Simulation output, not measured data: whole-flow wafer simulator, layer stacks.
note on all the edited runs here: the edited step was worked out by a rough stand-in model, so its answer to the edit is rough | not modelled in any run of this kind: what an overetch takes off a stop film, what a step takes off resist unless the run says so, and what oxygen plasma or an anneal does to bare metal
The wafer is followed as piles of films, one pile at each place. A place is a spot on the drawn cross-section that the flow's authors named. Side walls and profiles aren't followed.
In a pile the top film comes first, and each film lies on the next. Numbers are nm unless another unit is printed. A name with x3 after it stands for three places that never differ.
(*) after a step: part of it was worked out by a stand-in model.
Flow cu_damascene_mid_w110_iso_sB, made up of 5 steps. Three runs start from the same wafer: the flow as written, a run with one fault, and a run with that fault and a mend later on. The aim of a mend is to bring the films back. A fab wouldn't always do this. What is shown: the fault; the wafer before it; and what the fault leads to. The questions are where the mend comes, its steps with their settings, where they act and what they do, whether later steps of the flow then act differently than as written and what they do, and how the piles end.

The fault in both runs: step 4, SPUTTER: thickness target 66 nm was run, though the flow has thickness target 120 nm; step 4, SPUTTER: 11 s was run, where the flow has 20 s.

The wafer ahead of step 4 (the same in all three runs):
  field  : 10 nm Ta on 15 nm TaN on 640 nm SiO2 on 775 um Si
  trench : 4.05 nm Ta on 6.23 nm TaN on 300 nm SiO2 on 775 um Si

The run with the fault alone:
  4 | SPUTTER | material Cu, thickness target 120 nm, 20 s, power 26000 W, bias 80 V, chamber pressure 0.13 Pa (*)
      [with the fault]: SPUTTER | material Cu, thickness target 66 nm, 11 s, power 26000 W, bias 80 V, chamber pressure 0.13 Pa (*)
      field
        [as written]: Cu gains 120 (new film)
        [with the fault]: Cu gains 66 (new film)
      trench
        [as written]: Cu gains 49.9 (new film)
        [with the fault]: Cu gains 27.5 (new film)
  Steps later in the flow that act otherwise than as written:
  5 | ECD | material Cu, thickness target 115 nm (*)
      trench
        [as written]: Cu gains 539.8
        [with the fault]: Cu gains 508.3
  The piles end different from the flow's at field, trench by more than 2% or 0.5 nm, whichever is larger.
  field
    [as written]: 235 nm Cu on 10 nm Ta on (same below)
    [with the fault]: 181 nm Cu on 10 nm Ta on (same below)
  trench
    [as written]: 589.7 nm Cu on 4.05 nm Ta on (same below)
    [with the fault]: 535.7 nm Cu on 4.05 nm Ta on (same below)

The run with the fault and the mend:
  The mend stands after step 4.
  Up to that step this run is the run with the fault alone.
  4a | SPUTTER | material Cu, thickness target 54 nm, 9 s, power 26000 W, bias 80 V, chamber pressure 0.13 Pa (*) (the flow's step 4 again, with other settings)
      field
        Cu gains 54
      trench
        Cu gains 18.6
  Later steps of the flow that are run all act as written at every place that is followed, up to a difference of at most 2% or 0.5 nm, whichever is larger.
  By the end, the piles equal the flow's at every place that both follow.
